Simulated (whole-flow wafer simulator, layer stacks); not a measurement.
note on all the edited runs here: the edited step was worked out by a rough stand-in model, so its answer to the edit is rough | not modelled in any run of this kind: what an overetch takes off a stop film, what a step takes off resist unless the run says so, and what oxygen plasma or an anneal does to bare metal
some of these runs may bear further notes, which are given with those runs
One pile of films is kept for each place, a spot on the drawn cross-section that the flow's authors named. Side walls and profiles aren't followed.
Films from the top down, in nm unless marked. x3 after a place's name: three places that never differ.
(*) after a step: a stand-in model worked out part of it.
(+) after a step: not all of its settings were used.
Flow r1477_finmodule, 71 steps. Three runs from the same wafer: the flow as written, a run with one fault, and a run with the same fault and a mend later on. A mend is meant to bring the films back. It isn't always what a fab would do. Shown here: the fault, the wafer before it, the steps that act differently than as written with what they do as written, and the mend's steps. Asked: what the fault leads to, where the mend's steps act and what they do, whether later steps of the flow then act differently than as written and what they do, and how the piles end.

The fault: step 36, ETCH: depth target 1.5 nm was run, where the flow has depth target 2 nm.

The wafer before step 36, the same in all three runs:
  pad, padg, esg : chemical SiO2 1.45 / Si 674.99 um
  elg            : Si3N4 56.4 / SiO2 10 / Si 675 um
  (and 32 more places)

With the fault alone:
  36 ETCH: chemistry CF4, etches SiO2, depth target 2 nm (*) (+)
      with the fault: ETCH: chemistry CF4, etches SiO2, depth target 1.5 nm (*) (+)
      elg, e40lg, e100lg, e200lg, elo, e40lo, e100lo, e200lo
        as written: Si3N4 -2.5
        with the fault: Si3N4 -1.88
  Later steps of the flow that act differently than as written (7 more steps differ only slightly, by at most 2% or 0.5 nm, whichever is larger, and aren't shown):
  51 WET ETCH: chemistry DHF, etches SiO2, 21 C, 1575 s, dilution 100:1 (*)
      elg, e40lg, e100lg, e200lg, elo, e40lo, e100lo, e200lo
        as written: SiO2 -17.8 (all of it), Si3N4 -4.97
        with the fault: SiO2 -17.2 (all of it), Si3N4 -5.02
  At the end the piles differ from the flow's only slightly at the places that both follow, by at most 2% or 0.5 nm, whichever is larger.

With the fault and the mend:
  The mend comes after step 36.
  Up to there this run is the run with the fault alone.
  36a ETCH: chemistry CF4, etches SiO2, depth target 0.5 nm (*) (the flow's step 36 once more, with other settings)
      pad, padg, e40sg and 11 more
        Si -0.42
      elg, e40lg, e100lg, e200lg, elo, e40lo, e100lo, e200lo
        Si3N4 -0.62
      s40sg_line, s45sg_line, s50sg_line, s40so_line, s45so_line, s50so_line
        SiO2 -0.5
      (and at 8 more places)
  No later step of the flow acts differently than as written, at any place that is followed, by more than 2% or 0.5 nm, whichever is larger.
  At the end the piles differ from the flow's only slightly at the places that both follow, by at most 2% or 0.5 nm, whichever is larger.
